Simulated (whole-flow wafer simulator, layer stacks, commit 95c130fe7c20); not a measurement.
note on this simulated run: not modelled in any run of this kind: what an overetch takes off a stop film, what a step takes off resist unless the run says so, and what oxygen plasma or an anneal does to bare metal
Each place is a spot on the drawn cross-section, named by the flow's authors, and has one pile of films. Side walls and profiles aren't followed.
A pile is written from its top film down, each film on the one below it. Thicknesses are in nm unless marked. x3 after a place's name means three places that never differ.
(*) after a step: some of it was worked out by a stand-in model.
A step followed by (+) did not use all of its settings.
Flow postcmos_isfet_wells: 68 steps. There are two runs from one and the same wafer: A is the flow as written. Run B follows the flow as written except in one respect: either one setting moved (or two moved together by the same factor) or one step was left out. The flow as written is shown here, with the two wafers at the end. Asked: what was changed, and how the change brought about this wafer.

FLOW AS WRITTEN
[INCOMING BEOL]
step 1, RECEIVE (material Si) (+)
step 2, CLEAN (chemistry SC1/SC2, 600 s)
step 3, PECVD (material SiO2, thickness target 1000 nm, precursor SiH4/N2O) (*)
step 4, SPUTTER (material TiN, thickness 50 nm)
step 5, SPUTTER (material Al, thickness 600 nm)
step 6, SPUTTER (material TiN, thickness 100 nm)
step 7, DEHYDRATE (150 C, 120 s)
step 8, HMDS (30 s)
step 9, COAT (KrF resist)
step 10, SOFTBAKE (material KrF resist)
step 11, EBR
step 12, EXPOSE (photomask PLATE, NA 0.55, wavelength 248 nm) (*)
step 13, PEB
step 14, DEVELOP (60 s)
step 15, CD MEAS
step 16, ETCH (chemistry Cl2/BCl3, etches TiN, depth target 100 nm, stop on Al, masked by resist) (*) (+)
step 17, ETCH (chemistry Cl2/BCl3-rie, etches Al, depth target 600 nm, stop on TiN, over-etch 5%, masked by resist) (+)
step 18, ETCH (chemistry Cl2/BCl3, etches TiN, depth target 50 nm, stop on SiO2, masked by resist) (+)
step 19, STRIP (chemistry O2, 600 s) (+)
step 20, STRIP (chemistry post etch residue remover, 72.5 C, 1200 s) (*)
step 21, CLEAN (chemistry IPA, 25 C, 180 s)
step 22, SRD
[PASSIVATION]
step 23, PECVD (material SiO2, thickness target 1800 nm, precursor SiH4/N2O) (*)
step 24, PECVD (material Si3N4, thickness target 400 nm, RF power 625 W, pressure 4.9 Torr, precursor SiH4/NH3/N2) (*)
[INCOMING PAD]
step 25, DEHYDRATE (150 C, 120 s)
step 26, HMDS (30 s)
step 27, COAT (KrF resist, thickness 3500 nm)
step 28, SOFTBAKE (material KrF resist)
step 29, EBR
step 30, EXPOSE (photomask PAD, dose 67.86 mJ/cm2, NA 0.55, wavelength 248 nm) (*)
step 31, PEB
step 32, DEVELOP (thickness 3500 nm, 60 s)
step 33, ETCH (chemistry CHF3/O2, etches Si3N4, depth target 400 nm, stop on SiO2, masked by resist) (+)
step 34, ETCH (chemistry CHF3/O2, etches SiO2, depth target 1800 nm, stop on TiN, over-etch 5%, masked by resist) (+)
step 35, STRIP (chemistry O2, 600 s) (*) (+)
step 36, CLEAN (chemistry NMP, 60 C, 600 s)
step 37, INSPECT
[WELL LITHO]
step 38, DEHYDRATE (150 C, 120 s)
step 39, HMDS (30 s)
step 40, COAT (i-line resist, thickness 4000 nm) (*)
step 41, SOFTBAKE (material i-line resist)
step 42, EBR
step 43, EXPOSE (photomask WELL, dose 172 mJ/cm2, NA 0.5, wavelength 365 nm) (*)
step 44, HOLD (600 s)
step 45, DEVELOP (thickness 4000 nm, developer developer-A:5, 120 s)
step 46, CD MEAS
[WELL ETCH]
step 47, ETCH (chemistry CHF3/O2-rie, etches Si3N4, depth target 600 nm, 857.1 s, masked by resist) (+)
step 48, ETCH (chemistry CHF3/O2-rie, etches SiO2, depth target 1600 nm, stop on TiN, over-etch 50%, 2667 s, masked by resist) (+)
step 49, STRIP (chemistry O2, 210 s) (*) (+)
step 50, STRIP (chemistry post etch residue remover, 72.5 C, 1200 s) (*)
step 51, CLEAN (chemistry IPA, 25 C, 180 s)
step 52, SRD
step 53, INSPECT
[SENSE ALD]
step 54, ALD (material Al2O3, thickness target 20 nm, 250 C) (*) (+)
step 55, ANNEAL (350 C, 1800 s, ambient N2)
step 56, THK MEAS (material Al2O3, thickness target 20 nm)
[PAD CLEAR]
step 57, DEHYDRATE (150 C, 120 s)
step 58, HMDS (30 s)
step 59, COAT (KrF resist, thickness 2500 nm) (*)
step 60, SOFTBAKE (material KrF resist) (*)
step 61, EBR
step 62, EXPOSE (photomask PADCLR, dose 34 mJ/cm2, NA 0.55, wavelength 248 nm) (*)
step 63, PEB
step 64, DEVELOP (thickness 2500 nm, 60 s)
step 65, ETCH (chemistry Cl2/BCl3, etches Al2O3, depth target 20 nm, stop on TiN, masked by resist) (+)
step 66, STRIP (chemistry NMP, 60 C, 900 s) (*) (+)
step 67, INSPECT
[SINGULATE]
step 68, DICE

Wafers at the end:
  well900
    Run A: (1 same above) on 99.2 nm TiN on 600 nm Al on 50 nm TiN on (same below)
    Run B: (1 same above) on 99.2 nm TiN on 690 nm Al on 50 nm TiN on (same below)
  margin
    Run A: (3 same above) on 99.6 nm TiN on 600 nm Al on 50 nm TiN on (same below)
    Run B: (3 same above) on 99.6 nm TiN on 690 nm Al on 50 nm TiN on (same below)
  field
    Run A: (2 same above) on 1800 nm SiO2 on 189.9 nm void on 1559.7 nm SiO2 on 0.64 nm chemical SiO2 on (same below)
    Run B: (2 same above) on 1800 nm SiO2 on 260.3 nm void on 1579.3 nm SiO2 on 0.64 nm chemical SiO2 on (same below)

Cause: step 5, SPUTTER: thickness 690 nm was run, whereas the flow has thickness 600 nm; step 17, ETCH: depth target 690 nm was run, where the flow has depth target 600 nm.
The wafer lets one read it off: well900 has Al 690, and step 5 as written asks for 600 nm.

The path from the change to this, step by step:
  step 5, SPUTTER (material Al, thickness 600 nm)
      field, margin, well900 and 6 more: A Al gains 600 (new film) | B Al gains 690 (new film)
  step 17, ETCH (chemistry Cl2/BCl3-rie, etches Al, depth target 600 nm, stop on TiN, over-etch 5%, masked by resist) (+)
      margin, well900, well1300, well2000, well3000, pad_rim, pad_clr, pad_open: A KrF resist loses 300 | B KrF resist loses 345
      field: A Al loses 600 (all of it) | B Al loses 690 (all of it)
  step 19, STRIP (chemistry O2, 600 s) (+)
      margin, well900, well1300, well2000, well3000, pad_rim, pad_clr, pad_open: A KrF resist loses 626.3 (all of it) | B KrF resist loses 581.3 (all of it)
  step 23, PECVD (material SiO2, thickness target 1800 nm, precursor SiH4/N2O) (*)
      field: A SiO2 gains 1800 (new film), void gains 189.9 (new film), SiO2 gains 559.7 | B SiO2 gains 1800 (new film), void gains 260.3 (new film), SiO2 gains 579.3
